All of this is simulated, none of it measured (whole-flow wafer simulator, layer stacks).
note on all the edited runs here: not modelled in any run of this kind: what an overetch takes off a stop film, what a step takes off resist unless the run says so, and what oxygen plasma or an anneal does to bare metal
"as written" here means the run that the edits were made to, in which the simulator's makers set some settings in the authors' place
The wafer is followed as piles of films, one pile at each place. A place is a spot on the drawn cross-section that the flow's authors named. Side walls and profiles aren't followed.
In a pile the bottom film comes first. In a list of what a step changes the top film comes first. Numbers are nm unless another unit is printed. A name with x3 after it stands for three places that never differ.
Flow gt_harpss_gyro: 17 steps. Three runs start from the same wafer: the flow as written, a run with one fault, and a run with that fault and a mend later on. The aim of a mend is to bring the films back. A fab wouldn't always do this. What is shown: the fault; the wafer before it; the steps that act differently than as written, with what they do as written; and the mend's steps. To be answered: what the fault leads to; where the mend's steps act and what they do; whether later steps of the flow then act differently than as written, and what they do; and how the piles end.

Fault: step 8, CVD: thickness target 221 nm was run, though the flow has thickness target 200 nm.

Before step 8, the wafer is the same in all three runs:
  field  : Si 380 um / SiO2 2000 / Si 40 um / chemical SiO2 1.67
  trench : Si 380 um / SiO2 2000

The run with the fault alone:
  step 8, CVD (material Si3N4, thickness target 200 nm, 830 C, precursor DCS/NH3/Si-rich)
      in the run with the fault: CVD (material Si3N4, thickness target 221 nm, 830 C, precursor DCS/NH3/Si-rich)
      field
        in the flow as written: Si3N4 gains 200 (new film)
        in the run with the fault: Si3N4 gains 221 (new film)
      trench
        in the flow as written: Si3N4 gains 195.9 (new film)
        in the run with the fault: Si3N4 gains 216.4 (new film)
  Later steps of the flow that are run all act as written at every place that is followed.
  At field, trench, the piles at the end differ from the flow's by more than 2% or 0.5 nm, whichever is larger.
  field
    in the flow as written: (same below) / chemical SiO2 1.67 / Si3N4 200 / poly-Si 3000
    in the run with the fault: (same below) / chemical SiO2 1.67 / Si3N4 221 / poly-Si 3000
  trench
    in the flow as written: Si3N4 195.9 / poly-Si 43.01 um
    in the run with the fault: Si3N4 216.4 / poly-Si 43.01 um

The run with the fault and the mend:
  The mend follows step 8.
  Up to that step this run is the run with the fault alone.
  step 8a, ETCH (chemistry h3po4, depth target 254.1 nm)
      field
        Si3N4 loses 221 (all of it)
      trench
        Si3N4 loses 216.4 (all of it)
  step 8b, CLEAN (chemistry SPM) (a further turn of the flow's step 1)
      does not change any film at any place that is followed
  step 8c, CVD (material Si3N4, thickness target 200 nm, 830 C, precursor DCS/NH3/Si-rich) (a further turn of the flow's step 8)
      field
        Si3N4 gains 200 (new film)
      trench
        Si3N4 gains 195.9 (new film)
  Later steps of the flow that are run all act as written at every place that is followed.
  By the end, the piles equal the flow's at every place that both follow.
